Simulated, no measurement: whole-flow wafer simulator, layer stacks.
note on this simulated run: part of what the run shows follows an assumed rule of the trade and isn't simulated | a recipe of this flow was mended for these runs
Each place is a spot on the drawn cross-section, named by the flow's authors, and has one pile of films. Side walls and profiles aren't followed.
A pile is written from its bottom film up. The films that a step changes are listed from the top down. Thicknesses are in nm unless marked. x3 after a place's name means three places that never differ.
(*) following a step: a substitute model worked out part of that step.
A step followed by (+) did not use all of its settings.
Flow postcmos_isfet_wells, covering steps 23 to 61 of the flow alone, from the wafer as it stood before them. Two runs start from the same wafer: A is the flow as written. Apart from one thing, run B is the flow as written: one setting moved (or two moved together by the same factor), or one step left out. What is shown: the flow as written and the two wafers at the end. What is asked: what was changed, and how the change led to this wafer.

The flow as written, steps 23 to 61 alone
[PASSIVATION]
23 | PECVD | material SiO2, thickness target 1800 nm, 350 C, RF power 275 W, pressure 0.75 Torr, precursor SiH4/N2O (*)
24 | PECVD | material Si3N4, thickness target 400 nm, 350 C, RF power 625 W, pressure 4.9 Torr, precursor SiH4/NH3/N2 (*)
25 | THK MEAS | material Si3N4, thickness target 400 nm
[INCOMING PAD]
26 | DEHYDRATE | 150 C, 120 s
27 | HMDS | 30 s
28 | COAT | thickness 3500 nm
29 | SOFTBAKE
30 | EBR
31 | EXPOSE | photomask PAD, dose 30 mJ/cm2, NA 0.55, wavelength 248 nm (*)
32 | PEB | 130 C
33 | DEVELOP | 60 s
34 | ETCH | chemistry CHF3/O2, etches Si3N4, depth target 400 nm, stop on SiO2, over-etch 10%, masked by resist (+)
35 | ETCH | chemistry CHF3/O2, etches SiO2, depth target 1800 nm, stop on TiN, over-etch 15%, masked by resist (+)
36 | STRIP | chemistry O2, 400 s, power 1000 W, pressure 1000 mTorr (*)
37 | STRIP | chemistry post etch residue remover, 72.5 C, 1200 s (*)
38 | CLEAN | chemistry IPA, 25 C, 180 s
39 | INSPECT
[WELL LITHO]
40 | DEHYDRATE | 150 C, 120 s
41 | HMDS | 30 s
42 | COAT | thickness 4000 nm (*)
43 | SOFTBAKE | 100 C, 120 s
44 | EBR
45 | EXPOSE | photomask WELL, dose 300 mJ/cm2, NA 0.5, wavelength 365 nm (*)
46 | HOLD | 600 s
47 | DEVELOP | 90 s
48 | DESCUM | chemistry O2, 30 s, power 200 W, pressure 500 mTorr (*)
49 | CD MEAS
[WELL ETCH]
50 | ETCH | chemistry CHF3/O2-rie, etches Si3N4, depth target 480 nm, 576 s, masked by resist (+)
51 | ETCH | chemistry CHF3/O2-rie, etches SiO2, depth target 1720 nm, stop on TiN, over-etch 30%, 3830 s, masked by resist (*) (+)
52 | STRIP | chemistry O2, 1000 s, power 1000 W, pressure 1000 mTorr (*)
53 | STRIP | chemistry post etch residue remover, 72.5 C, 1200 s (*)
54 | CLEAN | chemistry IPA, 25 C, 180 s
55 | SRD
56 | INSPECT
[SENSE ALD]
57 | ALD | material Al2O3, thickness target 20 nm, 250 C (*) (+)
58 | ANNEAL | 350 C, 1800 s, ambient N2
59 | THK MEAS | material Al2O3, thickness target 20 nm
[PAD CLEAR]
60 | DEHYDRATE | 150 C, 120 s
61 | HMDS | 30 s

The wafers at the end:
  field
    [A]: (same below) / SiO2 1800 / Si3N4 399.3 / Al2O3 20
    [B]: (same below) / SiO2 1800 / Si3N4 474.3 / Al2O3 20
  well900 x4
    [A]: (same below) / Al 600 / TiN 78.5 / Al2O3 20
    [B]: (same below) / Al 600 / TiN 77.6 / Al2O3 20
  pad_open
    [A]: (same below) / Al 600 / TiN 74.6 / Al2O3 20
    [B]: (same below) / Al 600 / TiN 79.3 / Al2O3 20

Cause: step 24, PECVD: thickness target 475 nm was run, while the flow as written has thickness target 400 nm.

Step by step, how the change led to this:
  24 | PECVD | material Si3N4, thickness target 400 nm, 350 C, RF power 625 W, pressure 4.9 Torr, precursor SiH4/NH3/N2 (*)
      field, margin x2, well900 x4, pad_clr, pad_open: A Si3N4 gains 400 (new film) | B Si3N4 gains 475 (new film)
  34 | ETCH | chemistry CHF3/O2, etches Si3N4, depth target 400 nm, stop on SiO2, over-etch 10%, masked by resist (+)
      pad_open: A Si3N4 loses 400 (all of it), SiO2 loses 20 | B Si3N4 loses 440
  35 | ETCH | chemistry CHF3/O2, etches SiO2, depth target 1800 nm, stop on TiN, over-etch 15%, masked by resist (+)
      pad_open: A SiO2 loses 1780 (all of it), TiN loses 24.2 | B Si3N4 loses 35 (all of it), SiO2 loses 1800 (all of it), TiN loses 19.4
  43 | SOFTBAKE | 100 C, 120 s
      pad_clr: A thick-g/i-line-resist loses 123 | B thick-g/i-line-resist loses 128.5
      pad_open: A thick-g/i-line-resist gains 73 | B thick-g/i-line-resist gains 74.8
  50 | ETCH | chemistry CHF3/O2-rie, etches Si3N4, depth target 480 nm, 576 s, masked by resist (+)
      well900 x4: A Si3N4 loses 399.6 (all of it), SiO2 loses 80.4 | B Si3N4 loses 474.6 (all of it), SiO2 loses 5.36
  51 | ETCH | chemistry CHF3/O2-rie, etches SiO2, depth target 1720 nm, stop on TiN, over-etch 30%, 3830 s, masked by resist (*) (+)
      well900 x4: A SiO2 loses 1719.6 (all of it), TiN loses 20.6 | B SiO2 loses 1794.6 (all of it), TiN loses 21.5
